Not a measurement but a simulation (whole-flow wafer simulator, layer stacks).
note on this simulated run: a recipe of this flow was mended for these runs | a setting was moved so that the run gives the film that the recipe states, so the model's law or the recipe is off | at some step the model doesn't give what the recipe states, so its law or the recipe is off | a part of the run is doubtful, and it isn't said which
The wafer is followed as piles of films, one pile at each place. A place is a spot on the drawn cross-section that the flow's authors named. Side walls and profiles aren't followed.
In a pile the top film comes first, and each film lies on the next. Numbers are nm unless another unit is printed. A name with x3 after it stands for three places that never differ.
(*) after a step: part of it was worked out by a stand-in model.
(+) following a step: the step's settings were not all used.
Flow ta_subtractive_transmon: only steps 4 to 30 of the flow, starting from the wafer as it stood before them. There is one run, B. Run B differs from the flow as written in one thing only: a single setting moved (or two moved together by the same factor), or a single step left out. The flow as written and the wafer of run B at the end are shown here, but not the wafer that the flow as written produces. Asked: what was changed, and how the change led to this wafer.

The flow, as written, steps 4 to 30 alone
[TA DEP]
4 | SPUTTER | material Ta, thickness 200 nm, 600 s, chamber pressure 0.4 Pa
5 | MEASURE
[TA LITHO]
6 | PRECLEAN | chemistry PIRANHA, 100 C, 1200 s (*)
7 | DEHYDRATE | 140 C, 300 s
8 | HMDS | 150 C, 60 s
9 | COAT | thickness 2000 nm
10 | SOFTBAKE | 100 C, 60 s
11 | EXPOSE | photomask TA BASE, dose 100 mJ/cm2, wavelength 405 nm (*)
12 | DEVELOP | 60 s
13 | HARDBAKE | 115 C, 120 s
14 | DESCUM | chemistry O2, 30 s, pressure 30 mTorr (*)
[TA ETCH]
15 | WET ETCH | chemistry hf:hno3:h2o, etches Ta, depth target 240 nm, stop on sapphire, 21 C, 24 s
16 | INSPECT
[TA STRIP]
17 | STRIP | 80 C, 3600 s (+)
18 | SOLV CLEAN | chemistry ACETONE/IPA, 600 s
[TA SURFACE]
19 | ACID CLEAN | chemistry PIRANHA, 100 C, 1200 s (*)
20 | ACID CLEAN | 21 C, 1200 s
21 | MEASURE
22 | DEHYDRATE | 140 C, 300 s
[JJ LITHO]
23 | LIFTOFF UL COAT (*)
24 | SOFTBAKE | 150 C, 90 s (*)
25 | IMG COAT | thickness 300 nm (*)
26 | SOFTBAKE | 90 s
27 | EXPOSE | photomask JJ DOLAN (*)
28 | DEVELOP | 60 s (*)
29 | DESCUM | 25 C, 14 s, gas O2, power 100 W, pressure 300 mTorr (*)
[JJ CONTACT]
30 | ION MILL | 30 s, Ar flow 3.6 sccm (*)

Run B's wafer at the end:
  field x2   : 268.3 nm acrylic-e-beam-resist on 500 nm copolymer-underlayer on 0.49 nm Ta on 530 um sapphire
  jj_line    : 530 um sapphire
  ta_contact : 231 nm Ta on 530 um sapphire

The reason: step 4, SPUTTER: thickness 241.3 nm was run, whereas the flow has thickness 200 nm; step 4, SPUTTER: 724 s was run, where the flow has 600 s.

How this came from the change, step by step:
  4 | SPUTTER | material Ta, thickness 200 nm, 600 s, chamber pressure 0.4 Pa
      field x2, jj_line, lead, ta_contact, ta_pad: Ta gains 241.3 (new film) (in the flow as written it would be: Ta gains 200 (new film))
  15 | WET ETCH | chemistry hf:hno3:h2o, etches Ta, depth target 240 nm, stop on sapphire, 21 C, 24 s
      field x2, jj_line, lead: Ta loses 240 (in the flow as written it would be: Ta loses 199.7 (all of it))
  23 | LIFTOFF UL COAT (*)
      ta_contact: copolymer-underlayer gains 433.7 (new film) (in the flow as written it would be: copolymer-underlayer gains 443.9 (new film))
  28 | DEVELOP | 60 s (*)
      ta_contact: acrylic-e-beam-resist loses 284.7 (all of it), copolymer-underlayer loses 433.7 (all of it) (in the flow as written it would be: acrylic-e-beam-resist loses 287.5 (all of it), copolymer-underlayer loses 443.9 (all of it))
With metal films that touch counted as one body, field x2 has 1 body; the flow as written gives 0 bodies.
